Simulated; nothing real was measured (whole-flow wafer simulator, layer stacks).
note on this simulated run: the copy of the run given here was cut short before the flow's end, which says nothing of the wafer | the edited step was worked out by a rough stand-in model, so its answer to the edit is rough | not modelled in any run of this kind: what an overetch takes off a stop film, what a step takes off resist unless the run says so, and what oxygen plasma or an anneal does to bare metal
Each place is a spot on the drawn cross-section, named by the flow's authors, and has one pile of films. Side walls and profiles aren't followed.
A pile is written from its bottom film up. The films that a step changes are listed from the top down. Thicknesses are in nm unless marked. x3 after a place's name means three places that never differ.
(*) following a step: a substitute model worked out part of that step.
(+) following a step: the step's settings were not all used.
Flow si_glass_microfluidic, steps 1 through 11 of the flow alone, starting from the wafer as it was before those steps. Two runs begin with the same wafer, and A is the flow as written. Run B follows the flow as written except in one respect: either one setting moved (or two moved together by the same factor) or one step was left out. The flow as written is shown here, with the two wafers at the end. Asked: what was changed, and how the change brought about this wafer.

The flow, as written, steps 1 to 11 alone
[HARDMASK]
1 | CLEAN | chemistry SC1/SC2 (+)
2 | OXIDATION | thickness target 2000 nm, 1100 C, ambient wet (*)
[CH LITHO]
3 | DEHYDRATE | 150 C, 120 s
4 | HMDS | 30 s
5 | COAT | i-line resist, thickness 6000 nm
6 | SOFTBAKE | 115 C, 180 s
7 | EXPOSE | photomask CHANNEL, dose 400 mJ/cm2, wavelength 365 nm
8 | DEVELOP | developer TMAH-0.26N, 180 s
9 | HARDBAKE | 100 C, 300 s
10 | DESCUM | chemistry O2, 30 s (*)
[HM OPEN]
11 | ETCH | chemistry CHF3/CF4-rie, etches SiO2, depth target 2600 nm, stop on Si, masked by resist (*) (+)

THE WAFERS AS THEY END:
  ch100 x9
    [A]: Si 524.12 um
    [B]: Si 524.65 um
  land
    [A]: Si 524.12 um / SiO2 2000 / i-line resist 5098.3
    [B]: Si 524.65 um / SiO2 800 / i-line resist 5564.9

What caused this: step 2, OXIDATION: thickness target 800 nm was run, while the flow as written has thickness target 2000 nm.
The wafer itself shows it: land has SiO2 800, and step 2 as written asks for 2000 nm.

Step by step, how the change led to this:
  2 | OXIDATION | thickness target 2000 nm, 1100 C, ambient wet (*)
      land, ch100 x9: A +2000 SiO2 (new film), -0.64 chemical SiO2 (all of it), -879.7 Si | B +800 SiO2 (new film), -0.64 chemical SiO2 (all of it), -351.7 Si
  11 | ETCH | chemistry CHF3/CF4-rie, etches SiO2, depth target 2600 nm, stop on Si, masked by resist (*) (+)
      ch100 x9: A -2000 SiO2 (all of it) | B -800 SiO2 (all of it)
      land: A -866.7 i-line resist | B -400 i-line resist
